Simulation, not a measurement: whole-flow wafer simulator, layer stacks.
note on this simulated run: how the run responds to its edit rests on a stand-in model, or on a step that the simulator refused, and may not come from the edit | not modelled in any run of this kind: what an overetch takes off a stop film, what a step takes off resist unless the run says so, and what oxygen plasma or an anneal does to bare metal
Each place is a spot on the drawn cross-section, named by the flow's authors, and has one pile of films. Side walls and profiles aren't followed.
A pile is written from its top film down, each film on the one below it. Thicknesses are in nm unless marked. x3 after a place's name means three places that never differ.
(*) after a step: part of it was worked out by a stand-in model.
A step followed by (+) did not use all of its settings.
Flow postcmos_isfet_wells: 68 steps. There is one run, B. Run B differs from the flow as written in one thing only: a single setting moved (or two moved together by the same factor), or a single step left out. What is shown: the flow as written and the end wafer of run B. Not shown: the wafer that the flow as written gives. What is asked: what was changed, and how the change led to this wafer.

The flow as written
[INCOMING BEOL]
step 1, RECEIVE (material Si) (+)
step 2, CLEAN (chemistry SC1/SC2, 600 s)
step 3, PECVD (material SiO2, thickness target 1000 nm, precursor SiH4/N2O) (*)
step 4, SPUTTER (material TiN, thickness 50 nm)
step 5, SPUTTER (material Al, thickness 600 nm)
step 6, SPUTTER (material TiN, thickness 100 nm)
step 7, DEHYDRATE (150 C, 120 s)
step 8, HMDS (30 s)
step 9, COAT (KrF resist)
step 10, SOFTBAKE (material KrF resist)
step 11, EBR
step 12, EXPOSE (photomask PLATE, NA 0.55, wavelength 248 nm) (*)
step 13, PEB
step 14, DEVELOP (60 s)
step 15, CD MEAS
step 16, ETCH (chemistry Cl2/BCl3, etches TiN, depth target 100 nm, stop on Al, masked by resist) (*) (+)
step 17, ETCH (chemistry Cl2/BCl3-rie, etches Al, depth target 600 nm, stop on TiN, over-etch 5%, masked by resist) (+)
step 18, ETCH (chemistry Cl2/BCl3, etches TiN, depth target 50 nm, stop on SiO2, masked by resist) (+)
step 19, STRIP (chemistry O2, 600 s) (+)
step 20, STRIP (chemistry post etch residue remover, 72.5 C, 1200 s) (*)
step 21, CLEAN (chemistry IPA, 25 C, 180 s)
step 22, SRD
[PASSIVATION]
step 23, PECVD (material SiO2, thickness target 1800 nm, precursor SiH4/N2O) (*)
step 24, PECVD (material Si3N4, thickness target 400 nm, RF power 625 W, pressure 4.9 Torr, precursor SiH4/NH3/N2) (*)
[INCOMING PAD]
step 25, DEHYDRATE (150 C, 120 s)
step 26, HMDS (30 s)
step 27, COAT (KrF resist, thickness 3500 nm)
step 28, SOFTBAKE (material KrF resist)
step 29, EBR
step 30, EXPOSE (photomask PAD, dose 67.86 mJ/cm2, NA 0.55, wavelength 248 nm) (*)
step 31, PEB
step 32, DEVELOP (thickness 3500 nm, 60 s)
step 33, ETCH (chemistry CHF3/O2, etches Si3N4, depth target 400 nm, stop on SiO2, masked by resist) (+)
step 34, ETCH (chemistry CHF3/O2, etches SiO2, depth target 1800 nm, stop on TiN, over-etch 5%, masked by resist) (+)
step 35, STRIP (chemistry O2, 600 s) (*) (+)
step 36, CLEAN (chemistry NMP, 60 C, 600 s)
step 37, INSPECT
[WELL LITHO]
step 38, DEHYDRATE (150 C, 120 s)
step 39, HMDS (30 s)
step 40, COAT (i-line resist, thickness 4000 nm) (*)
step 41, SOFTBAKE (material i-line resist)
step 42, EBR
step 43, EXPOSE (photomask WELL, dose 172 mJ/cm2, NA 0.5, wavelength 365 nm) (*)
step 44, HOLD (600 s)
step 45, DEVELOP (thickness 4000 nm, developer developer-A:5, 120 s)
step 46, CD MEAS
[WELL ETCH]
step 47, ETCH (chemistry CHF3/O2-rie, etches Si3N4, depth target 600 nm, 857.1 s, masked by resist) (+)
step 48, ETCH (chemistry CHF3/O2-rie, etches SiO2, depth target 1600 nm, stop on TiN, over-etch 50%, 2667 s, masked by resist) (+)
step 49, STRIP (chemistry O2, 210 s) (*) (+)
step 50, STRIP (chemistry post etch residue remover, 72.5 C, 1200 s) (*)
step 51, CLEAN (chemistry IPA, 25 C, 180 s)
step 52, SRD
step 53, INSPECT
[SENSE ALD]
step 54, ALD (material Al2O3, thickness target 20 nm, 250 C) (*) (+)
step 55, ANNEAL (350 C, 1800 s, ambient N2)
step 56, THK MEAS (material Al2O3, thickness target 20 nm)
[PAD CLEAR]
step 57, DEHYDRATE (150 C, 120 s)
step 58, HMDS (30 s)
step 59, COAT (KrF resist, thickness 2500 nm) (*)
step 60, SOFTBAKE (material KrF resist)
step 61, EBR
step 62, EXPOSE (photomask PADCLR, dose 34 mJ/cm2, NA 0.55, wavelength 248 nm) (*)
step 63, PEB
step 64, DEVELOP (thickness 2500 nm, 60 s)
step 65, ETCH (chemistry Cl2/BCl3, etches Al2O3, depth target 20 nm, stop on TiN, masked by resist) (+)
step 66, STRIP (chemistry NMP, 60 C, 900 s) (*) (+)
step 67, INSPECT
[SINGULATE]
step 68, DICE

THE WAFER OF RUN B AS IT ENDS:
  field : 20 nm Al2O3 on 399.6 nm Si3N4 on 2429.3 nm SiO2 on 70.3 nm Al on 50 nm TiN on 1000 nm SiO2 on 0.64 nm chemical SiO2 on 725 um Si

Cause: step 17, ETCH: depth target 474 nm was run, while the flow as written has depth target 600 nm.

The path from the change to this, step by step:
  step 17, ETCH (chemistry Cl2/BCl3-rie, etches Al, depth target 600 nm, stop on TiN, over-etch 5%, masked by resist) (+)
      field: -474 Al (it would be, as written: -600 Al (all of it))
      margin, well900, well1300 x3, pad_rim, pad_clr, pad_open: -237 KrF resist (it would be, as written: -300 KrF resist)
  step 18, ETCH (chemistry Cl2/BCl3, etches TiN, depth target 50 nm, stop on SiO2, masked by resist) (+)
      field: -50 Al (it would be, as written: -50 TiN (all of it))
  step 19, STRIP (chemistry O2, 600 s) (+)
      margin, well900, well1300 x3, pad_rim, pad_clr, pad_open: -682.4 KrF resist (all of it) (it would be, as written: -619.4 KrF resist (all of it))
  step 20, STRIP (chemistry post etch residue remover, 72.5 C, 1200 s) (*)
      field: -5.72 Al (it would be, as written: nothing)
  step 23, PECVD (material SiO2, thickness target 1800 nm, precursor SiH4/N2O) (*)
      field: +2429.3 SiO2 (new film) (it would be, as written: +1800 SiO2 (new film), +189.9 void (new film), +559.7 SiO2)
With metal films that touch counted as one body, field has 1 body; the flow as written gives 0 bodies.
